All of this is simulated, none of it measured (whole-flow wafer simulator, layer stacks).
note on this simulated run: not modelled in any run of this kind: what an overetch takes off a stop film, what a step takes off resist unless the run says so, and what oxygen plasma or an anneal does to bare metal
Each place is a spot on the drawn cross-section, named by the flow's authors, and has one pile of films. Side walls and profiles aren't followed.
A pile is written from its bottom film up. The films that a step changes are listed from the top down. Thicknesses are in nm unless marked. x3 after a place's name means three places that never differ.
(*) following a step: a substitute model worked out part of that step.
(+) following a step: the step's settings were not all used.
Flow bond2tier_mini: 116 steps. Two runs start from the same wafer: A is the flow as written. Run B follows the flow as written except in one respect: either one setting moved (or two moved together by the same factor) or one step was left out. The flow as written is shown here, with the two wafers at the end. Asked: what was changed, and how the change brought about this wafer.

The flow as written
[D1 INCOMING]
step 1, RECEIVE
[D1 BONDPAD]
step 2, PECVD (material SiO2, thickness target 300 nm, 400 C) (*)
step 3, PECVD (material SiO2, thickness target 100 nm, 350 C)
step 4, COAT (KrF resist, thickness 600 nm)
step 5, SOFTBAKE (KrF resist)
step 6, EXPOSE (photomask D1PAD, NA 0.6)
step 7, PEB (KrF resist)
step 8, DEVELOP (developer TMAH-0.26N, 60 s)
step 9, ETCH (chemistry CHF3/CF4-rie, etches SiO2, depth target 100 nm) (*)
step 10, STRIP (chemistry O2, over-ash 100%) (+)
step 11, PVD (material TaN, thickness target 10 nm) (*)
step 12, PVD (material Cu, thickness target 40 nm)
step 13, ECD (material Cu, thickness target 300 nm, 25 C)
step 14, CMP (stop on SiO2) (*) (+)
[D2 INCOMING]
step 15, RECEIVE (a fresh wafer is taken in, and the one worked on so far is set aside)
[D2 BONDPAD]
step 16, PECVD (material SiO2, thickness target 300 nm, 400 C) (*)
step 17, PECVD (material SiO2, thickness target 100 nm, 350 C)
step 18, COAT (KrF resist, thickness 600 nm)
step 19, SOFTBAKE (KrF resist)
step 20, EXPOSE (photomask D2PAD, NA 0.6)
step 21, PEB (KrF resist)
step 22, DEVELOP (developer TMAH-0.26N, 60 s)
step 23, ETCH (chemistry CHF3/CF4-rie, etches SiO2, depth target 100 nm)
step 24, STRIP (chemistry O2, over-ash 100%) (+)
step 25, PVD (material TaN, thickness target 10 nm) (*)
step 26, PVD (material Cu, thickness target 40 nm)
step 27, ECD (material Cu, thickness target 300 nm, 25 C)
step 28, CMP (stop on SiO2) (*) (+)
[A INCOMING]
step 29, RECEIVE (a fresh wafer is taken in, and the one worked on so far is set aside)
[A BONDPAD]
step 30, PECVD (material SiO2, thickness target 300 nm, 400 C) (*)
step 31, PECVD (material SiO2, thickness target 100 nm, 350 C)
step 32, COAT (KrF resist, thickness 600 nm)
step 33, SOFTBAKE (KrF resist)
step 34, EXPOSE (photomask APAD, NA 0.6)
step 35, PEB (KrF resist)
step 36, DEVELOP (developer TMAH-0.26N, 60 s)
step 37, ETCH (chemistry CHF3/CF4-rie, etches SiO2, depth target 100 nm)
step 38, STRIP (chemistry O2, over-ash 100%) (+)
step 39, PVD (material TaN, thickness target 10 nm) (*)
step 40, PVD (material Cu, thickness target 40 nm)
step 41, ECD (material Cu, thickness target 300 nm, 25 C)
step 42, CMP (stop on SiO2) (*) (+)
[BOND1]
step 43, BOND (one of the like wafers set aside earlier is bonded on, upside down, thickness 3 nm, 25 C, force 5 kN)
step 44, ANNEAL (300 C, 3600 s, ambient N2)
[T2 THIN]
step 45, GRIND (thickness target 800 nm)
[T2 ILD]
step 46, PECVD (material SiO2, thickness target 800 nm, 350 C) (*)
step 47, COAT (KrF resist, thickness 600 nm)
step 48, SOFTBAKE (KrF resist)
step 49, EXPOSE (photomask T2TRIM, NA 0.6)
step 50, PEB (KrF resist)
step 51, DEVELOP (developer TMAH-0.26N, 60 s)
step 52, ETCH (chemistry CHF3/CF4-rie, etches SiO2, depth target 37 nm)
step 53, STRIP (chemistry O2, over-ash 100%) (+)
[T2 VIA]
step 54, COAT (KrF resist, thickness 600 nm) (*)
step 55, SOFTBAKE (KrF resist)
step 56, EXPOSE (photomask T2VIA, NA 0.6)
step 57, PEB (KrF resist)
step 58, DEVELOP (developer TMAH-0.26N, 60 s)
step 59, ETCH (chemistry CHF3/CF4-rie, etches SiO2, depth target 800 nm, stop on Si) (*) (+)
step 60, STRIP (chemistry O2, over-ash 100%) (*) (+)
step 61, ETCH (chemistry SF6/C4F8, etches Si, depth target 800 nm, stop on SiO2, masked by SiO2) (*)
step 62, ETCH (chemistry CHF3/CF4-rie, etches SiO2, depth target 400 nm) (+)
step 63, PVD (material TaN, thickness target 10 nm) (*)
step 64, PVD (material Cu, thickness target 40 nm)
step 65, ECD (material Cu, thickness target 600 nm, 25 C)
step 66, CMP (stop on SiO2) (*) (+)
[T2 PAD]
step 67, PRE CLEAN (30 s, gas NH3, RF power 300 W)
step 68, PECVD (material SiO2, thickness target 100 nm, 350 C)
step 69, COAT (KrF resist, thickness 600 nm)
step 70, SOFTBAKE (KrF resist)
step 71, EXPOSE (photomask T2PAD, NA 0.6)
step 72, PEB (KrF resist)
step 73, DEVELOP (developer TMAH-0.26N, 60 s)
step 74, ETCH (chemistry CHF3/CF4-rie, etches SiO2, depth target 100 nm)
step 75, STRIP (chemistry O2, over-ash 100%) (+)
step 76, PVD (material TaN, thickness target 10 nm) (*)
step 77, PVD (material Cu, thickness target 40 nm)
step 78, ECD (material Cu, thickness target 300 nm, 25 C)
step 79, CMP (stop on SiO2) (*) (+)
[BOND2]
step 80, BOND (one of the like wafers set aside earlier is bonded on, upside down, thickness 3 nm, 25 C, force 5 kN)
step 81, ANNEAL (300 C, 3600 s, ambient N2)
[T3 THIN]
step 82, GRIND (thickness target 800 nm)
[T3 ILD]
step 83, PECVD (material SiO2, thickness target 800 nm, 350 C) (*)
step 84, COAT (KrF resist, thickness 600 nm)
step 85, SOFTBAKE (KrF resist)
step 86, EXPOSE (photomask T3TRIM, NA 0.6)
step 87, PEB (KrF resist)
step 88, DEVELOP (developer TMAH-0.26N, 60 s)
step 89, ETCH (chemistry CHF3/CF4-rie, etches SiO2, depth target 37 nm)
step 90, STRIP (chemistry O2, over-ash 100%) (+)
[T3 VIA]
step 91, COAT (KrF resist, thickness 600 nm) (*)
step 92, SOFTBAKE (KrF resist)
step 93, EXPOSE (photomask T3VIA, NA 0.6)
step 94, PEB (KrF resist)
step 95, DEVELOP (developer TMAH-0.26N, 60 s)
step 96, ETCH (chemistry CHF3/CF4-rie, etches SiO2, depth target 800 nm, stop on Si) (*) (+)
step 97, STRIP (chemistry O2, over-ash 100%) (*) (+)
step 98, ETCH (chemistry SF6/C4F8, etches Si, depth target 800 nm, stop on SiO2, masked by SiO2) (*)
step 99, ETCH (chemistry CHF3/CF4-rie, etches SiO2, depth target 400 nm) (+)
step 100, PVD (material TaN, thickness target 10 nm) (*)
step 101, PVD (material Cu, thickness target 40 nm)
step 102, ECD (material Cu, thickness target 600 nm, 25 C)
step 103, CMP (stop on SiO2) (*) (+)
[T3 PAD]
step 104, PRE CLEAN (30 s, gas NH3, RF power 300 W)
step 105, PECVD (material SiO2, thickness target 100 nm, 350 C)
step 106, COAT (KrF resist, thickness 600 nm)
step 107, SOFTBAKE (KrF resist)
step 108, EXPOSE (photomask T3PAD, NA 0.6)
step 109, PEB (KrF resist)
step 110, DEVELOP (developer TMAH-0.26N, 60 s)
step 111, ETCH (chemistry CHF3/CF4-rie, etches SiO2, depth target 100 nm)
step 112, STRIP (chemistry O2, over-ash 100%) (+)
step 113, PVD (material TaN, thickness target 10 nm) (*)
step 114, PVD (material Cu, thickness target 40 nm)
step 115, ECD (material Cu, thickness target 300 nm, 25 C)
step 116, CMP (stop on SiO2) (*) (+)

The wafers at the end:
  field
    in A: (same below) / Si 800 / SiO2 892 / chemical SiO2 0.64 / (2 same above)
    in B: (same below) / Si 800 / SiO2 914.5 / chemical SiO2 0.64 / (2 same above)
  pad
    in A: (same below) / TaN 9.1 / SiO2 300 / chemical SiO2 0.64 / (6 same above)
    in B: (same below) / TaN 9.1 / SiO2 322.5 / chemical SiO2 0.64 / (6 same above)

The reason: step 17, PECVD: thickness target 122.5 nm was run, while the flow as written has thickness target 100 nm.

The path from the change to this, step by step:
  step 17, PECVD (material SiO2, thickness target 100 nm, 350 C)
      field, pad, via: A SiO2 gains 100 | B SiO2 gains 122.5
  step 80, BOND (one of the like wafers set aside earlier is bonded on, upside down, thickness 3 nm, 25 C, force 5 kN)
      field: A Si gains 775 um (new film), chemical SiO2 gains 0.64 (new film), SiO2 gains 400 | B Si gains 775 um (new film), chemical SiO2 gains 0.64 (new film), SiO2 gains 422.5
      pad: A Si gains 775 um (new film), chemical SiO2 gains 0.64 (new film), SiO2 gains 300 (new film), TaN gains 9.1 (new film), Cu gains 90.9 | B Si gains 775 um (new film), chemical SiO2 gains 0.64 (new film), SiO2 gains 322.5 (new film), TaN gains 9.1 (new film), Cu gains 90.9
